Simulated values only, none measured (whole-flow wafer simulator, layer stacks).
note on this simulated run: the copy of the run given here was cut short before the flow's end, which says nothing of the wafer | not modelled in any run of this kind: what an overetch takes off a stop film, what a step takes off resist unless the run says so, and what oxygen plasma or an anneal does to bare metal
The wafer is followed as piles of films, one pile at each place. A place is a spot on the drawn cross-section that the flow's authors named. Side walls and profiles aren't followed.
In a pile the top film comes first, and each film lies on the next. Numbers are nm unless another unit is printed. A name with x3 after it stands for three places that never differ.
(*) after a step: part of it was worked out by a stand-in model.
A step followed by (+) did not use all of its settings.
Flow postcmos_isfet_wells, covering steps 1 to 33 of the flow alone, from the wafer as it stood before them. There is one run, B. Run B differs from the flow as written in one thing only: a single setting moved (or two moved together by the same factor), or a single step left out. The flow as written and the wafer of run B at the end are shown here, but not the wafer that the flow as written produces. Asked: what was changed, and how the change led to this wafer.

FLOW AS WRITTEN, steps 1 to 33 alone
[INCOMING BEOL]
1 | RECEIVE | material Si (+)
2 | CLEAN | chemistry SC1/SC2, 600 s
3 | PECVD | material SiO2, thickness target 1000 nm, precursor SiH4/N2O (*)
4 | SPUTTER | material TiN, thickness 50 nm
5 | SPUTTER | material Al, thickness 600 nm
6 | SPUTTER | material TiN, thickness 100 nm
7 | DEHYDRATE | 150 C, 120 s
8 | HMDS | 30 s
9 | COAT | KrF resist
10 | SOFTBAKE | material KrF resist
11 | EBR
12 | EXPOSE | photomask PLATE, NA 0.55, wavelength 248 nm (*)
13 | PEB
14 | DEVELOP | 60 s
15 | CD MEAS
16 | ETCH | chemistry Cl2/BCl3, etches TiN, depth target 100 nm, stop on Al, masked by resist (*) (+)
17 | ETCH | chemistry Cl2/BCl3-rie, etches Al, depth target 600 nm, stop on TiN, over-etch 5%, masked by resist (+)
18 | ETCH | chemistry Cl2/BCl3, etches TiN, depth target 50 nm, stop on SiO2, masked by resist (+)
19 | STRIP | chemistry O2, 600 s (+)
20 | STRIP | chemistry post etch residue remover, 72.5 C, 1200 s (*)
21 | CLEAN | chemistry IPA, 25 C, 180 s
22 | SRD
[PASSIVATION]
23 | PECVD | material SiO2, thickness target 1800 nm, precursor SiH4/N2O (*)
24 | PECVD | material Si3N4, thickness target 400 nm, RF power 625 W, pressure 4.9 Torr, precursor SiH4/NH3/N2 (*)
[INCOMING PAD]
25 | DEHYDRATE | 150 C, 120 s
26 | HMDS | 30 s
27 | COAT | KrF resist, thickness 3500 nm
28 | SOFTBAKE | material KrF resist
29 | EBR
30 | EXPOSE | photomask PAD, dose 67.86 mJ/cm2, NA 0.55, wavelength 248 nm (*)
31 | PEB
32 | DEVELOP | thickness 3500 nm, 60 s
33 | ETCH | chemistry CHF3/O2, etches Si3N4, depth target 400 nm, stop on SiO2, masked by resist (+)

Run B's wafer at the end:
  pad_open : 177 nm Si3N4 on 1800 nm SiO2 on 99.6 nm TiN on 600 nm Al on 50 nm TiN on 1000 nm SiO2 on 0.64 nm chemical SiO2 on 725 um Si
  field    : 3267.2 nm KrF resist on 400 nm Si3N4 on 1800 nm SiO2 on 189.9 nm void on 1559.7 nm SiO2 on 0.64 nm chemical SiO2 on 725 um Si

The reason: step 33, ETCH: depth target 223 nm was run, though the flow has depth target 400 nm.

Step by step, how the change led to this:
  33 | ETCH | chemistry CHF3/O2, etches Si3N4, depth target 400 nm, stop on SiO2, masked by resist (+)
      pad_open: Si3N4 loses 223 (in the flow as written it would be: Si3N4 loses 400 (all of it))
      field, margin x7: KrF resist loses 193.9 (in the flow as written it would be: KrF resist loses 347.8)
